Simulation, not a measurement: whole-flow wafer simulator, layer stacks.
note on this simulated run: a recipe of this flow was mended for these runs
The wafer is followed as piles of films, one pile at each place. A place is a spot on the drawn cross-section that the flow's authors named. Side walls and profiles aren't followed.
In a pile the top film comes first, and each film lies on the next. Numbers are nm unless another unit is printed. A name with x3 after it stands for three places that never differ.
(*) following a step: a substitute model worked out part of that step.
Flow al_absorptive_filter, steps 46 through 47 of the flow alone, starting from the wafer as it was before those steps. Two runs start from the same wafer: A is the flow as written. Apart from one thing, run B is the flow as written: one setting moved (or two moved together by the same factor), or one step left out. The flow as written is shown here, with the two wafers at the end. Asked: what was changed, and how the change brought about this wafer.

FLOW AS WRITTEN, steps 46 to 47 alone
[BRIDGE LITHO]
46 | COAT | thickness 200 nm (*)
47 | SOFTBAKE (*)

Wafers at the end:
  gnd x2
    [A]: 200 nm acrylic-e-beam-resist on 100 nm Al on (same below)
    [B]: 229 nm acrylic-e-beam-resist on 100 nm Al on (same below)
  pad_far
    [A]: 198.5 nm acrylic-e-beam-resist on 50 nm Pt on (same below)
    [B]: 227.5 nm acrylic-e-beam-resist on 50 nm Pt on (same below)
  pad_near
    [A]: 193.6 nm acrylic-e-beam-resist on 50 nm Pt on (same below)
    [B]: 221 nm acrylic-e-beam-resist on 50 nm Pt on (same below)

What caused this: step 46, COAT: thickness 229 nm was run, though the flow has thickness 200 nm.
The wafer lets one read it off: gnd x2 has acrylic-e-beam-resist 229, and step 46 as written asks for 200 nm.

Step by step, how the change led to this:
  46 | COAT | thickness 200 nm (*)
      gnd x2, idc_field: A acrylic-e-beam-resist gains 200 (new film) | B acrylic-e-beam-resist gains 229 (new film)
      pad_far: A acrylic-e-beam-resist gains 198.5 (new film) | B acrylic-e-beam-resist gains 227.5 (new film)
      (as well as at 10 more places)
